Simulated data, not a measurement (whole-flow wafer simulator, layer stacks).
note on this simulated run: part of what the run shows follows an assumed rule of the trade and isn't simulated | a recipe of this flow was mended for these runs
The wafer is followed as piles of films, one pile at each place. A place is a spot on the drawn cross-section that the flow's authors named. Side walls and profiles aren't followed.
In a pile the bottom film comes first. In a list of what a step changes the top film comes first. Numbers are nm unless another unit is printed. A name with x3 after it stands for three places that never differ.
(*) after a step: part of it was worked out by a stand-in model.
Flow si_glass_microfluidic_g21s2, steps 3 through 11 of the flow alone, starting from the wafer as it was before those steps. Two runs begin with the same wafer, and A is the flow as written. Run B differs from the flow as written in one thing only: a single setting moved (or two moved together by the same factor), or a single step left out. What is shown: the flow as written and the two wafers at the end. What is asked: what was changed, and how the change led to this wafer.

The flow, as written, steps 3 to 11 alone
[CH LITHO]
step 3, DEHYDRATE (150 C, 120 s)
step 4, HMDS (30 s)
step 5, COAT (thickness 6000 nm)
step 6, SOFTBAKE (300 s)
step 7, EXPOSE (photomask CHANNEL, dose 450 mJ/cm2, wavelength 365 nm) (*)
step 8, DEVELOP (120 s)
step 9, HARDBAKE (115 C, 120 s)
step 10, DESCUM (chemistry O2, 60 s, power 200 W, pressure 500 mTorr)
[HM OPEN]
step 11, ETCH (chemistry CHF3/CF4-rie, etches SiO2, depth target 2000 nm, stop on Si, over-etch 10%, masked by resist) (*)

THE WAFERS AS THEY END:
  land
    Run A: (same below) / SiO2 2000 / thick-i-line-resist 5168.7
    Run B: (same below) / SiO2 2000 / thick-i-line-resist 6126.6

What caused this: step 5, COAT: thickness 6966 nm was run, though the flow has thickness 6000 nm.

The path from the change to this, step by step:
  step 5, COAT (thickness 6000 nm)
      land, trench20 x3: A thick-i-line-resist gains 6000 (new film) | B thick-i-line-resist gains 6966 (new film)
  step 8, DEVELOP (120 s)
      trench20 x3: A thick-i-line-resist loses 6000 (all of it) | B thick-i-line-resist loses 6966 (all of it)
  step 9, HARDBAKE (115 C, 120 s)
      land: A thick-i-line-resist loses 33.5 | B thick-i-line-resist loses 41.6
